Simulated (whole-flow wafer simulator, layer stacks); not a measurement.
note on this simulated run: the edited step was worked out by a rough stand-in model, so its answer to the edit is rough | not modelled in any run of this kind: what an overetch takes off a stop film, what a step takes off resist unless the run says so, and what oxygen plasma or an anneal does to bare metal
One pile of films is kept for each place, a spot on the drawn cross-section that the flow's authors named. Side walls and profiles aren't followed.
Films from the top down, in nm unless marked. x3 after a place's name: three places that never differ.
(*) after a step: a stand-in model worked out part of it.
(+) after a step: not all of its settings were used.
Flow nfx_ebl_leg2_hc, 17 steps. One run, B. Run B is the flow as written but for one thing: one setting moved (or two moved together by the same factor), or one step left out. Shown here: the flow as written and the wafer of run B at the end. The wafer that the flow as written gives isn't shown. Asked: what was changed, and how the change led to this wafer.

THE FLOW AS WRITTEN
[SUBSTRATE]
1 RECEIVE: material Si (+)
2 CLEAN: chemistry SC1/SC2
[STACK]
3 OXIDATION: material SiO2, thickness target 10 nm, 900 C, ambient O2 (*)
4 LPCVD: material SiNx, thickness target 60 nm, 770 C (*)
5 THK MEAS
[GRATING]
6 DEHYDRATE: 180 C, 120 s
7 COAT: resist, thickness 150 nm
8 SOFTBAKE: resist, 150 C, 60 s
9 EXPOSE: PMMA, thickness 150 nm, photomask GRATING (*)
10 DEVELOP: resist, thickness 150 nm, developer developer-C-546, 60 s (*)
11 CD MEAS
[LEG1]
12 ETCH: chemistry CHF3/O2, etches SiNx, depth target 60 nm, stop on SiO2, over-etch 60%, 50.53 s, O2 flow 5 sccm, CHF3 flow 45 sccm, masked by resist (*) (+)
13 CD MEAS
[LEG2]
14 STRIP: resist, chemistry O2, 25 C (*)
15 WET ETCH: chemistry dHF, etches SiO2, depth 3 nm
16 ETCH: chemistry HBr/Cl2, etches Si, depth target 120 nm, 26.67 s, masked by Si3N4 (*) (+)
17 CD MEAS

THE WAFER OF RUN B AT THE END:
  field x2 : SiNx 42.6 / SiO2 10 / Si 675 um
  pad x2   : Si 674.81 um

The cause: step 16, ETCH: depth target 183 nm was run, where the flow has depth target 120 nm; step 16, ETCH: 40.67 s was run, where the flow has 26.67 s.

How the change led to this, step by step:
  16 ETCH: chemistry HBr/Cl2, etches Si, depth target 120 nm, 26.67 s, masked by Si3N4 (*) (+)
      field x2: SiNx -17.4 (as written it would be: SiNx -11.4)
      pad x2: Si -183 (as written it would be: Si -120)
